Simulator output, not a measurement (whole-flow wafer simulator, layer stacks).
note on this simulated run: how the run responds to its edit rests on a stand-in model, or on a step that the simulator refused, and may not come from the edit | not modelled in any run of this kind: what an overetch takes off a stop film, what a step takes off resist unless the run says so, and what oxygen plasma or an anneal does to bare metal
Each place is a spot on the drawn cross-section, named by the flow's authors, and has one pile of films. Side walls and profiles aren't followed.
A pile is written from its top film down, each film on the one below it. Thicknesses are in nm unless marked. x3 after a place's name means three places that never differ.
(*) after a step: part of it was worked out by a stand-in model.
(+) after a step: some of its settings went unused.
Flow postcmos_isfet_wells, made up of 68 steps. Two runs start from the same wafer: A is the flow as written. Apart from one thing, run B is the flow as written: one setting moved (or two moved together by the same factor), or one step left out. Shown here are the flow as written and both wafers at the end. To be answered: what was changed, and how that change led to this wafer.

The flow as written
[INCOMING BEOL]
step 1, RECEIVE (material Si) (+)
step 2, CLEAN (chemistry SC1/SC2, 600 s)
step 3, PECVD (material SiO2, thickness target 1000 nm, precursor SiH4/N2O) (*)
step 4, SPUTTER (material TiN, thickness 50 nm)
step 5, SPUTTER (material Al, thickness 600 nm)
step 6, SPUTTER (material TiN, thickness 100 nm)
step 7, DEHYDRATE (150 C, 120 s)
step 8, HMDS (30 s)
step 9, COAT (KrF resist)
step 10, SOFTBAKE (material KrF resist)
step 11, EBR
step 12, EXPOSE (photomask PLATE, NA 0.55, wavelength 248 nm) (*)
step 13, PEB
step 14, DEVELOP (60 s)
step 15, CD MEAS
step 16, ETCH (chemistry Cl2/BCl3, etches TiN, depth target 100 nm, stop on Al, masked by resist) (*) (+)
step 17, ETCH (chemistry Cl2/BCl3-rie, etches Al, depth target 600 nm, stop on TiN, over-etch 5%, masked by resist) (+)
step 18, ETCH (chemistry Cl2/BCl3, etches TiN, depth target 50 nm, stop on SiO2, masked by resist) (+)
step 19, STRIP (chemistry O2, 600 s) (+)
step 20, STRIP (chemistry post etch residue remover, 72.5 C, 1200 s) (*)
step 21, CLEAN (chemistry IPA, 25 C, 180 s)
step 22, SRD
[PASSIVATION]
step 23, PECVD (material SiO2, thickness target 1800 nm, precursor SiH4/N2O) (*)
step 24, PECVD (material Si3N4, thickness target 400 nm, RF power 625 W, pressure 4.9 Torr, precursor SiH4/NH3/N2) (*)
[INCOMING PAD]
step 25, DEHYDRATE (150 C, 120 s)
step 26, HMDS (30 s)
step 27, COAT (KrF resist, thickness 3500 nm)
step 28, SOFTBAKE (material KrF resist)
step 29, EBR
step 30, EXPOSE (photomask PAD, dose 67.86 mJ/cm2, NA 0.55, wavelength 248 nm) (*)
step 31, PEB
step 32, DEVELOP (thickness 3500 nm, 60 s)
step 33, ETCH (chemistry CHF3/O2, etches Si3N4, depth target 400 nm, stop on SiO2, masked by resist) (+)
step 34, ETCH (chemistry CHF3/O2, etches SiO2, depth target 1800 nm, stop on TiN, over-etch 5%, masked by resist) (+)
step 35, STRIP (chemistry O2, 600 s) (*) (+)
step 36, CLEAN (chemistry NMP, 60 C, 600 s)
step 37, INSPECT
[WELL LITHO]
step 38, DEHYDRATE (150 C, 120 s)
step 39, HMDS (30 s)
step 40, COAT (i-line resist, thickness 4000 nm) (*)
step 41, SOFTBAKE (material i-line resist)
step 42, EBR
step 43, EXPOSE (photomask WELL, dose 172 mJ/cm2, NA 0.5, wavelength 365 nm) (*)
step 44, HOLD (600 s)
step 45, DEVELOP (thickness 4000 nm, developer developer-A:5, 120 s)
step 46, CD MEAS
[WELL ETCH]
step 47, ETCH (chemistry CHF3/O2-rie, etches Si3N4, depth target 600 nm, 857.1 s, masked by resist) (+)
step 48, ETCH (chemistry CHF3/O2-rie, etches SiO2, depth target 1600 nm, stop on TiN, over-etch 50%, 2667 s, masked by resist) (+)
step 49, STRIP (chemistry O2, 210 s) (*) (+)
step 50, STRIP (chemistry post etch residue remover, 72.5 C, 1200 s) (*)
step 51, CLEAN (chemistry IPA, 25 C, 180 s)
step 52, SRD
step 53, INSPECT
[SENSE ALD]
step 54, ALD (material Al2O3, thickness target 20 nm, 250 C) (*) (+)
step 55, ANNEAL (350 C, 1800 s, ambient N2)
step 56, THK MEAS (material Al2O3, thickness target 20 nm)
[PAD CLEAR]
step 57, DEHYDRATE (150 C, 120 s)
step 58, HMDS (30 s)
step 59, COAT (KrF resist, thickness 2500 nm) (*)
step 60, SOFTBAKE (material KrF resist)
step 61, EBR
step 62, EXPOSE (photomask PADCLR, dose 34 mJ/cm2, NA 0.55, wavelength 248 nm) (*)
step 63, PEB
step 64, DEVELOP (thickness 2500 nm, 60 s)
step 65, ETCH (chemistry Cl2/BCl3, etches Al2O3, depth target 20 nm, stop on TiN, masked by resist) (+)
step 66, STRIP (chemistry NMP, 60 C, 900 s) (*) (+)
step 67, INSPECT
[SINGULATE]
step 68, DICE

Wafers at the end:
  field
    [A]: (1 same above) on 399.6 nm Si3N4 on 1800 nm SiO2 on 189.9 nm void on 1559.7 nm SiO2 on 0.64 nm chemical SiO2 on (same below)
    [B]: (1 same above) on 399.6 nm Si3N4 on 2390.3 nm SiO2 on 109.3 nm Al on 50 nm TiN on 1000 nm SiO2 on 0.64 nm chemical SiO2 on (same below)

The reason: step 17, ETCH: depth target 435 nm was run, though the flow has depth target 600 nm.

The path from the change to this, step by step:
  step 17, ETCH (chemistry Cl2/BCl3-rie, etches Al, depth target 600 nm, stop on TiN, over-etch 5%, masked by resist) (+)
      field: A Al loses 600 (all of it) | B Al loses 435
      margin, well900, well1300 x3, pad_rim, pad_clr, pad_open: A KrF resist loses 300 | B KrF resist loses 217.5
  step 18, ETCH (chemistry Cl2/BCl3, etches TiN, depth target 50 nm, stop on SiO2, masked by resist) (+)
      field: A TiN loses 50 (all of it) | B Al loses 50
  step 19, STRIP (chemistry O2, 600 s) (+)
      margin, well900, well1300 x3, pad_rim, pad_clr, pad_open: A KrF resist loses 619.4 (all of it) | B KrF resist loses 701.9 (all of it)
  step 20, STRIP (chemistry post etch residue remover, 72.5 C, 1200 s) (*)
      field: A nothing | B Al loses 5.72
  step 23, PECVD (material SiO2, thickness target 1800 nm, precursor SiH4/N2O) (*)
      field: A SiO2 gains 1800 (new film), void gains 189.9 (new film), SiO2 gains 559.7 | B SiO2 gains 2390.3 (new film)
Taking metal films that touch as one body, field has 1 body; the flow as written gives 0 bodies.
